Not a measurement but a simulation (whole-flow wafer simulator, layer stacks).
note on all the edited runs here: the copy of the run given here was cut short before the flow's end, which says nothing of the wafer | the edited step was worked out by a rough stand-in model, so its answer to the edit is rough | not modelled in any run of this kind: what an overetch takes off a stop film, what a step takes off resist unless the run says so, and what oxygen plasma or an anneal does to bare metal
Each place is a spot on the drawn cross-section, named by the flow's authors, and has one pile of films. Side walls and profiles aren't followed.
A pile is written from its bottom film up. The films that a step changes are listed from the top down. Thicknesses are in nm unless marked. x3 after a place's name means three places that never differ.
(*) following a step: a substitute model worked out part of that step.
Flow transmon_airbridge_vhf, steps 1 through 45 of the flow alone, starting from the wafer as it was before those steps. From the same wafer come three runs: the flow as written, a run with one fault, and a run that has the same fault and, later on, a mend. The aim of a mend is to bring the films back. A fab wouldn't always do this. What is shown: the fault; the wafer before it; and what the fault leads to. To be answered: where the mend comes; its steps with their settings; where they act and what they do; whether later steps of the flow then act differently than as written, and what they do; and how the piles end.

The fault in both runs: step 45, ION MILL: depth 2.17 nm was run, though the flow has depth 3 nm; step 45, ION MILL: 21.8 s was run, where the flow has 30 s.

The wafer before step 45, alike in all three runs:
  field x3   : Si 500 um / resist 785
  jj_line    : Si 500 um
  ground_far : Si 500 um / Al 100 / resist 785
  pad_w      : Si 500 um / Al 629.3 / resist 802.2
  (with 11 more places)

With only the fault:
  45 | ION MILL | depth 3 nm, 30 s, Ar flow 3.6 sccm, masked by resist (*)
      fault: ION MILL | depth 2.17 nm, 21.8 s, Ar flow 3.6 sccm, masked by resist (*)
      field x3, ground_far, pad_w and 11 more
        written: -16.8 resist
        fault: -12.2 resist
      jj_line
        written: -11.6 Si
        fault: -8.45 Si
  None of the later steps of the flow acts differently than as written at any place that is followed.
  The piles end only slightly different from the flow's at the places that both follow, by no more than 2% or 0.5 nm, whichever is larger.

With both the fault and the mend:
  The mend follows step 45.
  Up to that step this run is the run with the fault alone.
  45a | ION MILL | depth 0.83 nm, 8.3 s, Ar flow 3.6 sccm, masked by resist (*) (the flow's step 45 again, with other settings)
      field x3, ground_far, pad_w and 11 more
        -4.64 resist
      jj_line
        -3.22 Si
  None of the later steps of the flow acts differently than as written at any place that is followed.
  The piles end only slightly different from the flow's at the places that both follow, by no more than 2% or 0.5 nm, whichever is larger.
